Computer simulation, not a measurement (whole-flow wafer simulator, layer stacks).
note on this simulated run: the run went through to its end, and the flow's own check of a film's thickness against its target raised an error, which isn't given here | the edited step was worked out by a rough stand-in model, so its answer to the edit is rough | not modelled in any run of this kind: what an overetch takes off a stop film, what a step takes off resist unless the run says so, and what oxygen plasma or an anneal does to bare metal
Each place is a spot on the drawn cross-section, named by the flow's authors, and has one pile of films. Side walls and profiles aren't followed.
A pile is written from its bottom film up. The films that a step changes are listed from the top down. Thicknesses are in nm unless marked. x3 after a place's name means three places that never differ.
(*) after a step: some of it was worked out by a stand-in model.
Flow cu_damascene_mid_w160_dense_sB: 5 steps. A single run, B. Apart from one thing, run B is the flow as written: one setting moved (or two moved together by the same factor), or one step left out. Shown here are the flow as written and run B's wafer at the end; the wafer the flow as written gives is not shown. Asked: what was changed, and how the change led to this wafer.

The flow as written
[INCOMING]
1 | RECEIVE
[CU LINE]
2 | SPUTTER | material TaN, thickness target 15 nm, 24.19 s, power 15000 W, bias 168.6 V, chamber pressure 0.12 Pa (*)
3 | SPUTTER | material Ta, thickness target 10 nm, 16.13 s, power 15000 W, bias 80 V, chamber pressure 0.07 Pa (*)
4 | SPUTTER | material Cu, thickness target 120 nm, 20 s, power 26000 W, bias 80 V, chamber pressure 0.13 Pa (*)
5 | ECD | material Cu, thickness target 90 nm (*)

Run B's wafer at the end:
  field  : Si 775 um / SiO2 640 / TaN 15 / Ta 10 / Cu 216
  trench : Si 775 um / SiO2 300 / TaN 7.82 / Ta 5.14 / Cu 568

What caused this: step 4, SPUTTER: thickness target 126 nm was run, whereas the flow has thickness target 120 nm; step 4, SPUTTER: 21 s was run, where the flow has 20 s.

Step by step, how the change led to this:
  4 | SPUTTER | material Cu, thickness target 120 nm, 20 s, power 26000 W, bias 80 V, chamber pressure 0.13 Pa (*)
      field: +126 Cu (new film) (it would be, as written: +120 Cu (new film))
      trench: +65.1 Cu (new film) (it would be, as written: +62 Cu (new film))
